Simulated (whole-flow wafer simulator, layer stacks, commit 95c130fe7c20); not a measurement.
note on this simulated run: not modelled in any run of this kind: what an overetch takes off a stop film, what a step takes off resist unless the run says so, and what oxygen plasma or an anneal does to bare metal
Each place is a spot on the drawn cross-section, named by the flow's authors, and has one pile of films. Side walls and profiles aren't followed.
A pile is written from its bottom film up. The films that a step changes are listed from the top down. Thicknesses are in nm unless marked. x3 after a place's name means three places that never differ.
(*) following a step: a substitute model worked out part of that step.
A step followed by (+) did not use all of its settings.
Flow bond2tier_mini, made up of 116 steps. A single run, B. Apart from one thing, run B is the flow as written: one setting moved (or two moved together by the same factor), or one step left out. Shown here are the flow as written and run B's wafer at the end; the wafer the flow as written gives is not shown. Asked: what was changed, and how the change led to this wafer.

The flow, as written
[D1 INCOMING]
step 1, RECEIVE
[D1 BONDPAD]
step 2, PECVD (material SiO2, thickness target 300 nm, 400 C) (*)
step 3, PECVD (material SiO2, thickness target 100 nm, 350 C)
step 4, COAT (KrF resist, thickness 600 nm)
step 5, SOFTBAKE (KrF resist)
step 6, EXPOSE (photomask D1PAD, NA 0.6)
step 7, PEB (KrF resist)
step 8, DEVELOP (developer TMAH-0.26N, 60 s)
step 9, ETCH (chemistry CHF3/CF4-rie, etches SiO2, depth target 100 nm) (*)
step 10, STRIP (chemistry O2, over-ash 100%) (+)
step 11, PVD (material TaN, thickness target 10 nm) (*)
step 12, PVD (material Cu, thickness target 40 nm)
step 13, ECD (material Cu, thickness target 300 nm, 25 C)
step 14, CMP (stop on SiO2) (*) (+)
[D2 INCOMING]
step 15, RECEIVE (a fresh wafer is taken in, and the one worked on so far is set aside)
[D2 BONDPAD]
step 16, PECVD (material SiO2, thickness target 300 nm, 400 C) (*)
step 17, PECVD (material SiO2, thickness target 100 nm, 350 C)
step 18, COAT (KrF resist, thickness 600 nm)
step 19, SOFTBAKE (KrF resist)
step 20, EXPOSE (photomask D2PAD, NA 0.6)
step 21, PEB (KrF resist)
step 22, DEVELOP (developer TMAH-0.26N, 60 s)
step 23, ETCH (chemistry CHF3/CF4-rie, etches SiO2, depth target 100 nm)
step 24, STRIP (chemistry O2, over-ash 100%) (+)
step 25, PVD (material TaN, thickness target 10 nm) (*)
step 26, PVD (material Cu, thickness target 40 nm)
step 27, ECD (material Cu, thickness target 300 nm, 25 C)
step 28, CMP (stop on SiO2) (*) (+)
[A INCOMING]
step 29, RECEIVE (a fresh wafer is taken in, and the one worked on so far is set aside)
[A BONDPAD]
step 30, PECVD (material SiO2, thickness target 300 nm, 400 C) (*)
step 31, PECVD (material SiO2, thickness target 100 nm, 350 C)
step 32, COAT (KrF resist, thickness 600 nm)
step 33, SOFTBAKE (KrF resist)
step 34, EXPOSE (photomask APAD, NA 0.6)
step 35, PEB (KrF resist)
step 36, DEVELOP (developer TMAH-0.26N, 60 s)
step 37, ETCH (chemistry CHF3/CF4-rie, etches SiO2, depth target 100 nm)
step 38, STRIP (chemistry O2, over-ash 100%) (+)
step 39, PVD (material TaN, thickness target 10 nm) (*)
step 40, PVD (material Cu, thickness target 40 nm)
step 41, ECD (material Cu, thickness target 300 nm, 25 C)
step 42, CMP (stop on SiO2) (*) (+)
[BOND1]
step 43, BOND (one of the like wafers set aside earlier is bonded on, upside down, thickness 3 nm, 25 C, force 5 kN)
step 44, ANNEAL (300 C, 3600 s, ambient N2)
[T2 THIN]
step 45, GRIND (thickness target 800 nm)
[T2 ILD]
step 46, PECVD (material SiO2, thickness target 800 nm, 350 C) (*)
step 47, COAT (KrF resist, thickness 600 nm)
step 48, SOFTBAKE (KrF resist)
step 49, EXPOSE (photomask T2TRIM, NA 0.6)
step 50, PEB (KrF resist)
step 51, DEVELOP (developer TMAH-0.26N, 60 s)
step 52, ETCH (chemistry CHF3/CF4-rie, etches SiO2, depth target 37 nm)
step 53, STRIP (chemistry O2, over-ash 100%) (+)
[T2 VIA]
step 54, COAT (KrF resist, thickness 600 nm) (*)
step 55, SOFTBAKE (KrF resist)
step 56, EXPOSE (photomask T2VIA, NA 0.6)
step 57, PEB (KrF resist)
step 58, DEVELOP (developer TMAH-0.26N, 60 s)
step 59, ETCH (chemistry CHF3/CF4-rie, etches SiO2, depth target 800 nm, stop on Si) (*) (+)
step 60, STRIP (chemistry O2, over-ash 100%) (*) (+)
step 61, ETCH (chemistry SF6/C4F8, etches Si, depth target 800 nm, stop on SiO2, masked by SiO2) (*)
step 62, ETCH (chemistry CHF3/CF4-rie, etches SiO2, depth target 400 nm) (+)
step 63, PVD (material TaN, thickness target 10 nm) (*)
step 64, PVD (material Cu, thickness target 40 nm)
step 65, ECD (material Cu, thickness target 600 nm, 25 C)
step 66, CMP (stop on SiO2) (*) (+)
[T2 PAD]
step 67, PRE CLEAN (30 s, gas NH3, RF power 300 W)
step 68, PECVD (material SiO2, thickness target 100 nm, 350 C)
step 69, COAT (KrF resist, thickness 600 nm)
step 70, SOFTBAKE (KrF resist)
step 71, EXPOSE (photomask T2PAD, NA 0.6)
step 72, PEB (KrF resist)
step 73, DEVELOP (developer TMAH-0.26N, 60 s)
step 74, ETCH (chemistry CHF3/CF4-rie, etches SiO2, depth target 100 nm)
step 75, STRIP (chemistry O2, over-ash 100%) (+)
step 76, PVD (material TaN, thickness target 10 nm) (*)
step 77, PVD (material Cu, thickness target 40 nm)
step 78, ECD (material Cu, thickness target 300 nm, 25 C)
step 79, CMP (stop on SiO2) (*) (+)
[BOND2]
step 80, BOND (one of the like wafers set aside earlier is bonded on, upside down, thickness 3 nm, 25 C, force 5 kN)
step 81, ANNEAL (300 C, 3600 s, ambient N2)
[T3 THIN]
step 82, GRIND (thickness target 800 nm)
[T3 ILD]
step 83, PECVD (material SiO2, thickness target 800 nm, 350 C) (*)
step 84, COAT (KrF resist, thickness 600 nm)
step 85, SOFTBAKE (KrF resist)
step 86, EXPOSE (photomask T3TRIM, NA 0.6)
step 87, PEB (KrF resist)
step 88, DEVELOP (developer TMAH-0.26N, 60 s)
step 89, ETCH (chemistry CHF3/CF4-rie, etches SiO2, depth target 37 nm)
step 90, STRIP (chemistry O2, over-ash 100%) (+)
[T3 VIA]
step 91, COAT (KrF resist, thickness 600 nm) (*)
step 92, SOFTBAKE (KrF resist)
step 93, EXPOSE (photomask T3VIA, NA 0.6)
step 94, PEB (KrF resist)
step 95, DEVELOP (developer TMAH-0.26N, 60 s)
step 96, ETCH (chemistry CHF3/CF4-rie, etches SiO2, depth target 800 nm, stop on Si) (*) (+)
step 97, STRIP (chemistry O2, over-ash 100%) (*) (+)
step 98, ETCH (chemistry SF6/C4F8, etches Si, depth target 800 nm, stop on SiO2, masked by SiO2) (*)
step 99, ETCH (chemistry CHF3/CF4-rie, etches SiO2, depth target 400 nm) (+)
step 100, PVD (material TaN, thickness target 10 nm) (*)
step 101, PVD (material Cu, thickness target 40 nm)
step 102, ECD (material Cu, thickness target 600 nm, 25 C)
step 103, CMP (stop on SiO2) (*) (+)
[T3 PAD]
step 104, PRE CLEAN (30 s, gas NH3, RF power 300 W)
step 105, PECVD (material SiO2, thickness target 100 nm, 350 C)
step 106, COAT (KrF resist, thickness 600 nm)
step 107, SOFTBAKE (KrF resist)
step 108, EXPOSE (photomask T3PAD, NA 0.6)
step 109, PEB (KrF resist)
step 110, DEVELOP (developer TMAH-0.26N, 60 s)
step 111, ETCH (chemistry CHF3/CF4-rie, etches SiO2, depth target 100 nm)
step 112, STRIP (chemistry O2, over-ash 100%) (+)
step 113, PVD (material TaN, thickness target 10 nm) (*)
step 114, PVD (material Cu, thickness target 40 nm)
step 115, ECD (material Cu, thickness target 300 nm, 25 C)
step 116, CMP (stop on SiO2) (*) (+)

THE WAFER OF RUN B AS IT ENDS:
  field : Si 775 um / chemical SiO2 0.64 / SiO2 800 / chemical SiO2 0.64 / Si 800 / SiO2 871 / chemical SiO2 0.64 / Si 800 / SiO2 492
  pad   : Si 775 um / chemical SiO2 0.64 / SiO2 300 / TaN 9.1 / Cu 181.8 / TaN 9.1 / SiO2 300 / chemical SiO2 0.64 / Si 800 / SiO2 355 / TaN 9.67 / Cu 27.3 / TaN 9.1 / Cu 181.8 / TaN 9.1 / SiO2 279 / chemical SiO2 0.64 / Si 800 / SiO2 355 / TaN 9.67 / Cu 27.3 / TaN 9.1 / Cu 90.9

The reason: step 17, PECVD: thickness target 79 nm was run, whereas the flow has thickness target 100 nm.

How this came from the change, step by step:
  step 17, PECVD (material SiO2, thickness target 100 nm, 350 C)
      field, pad, via: +79 SiO2 (as written it would have been: +100 SiO2)
  step 80, BOND (one of the like wafers set aside earlier is bonded on, upside down, thickness 3 nm, 25 C, force 5 kN)
      field: +775 um Si (new film), +0.64 chemical SiO2 (new film), +379 SiO2 (as written it would have been: +775 um Si (new film), +0.64 chemical SiO2 (new film), +400 SiO2)
      pad: +775 um Si (new film), +0.64 chemical SiO2 (new film), +279 SiO2 (new film), +9.1 TaN (new film), +90.9 Cu (as written it would have been: +775 um Si (new film), +0.64 chemical SiO2 (new film), +300 SiO2 (new film), +9.1 TaN (new film), +90.9 Cu)
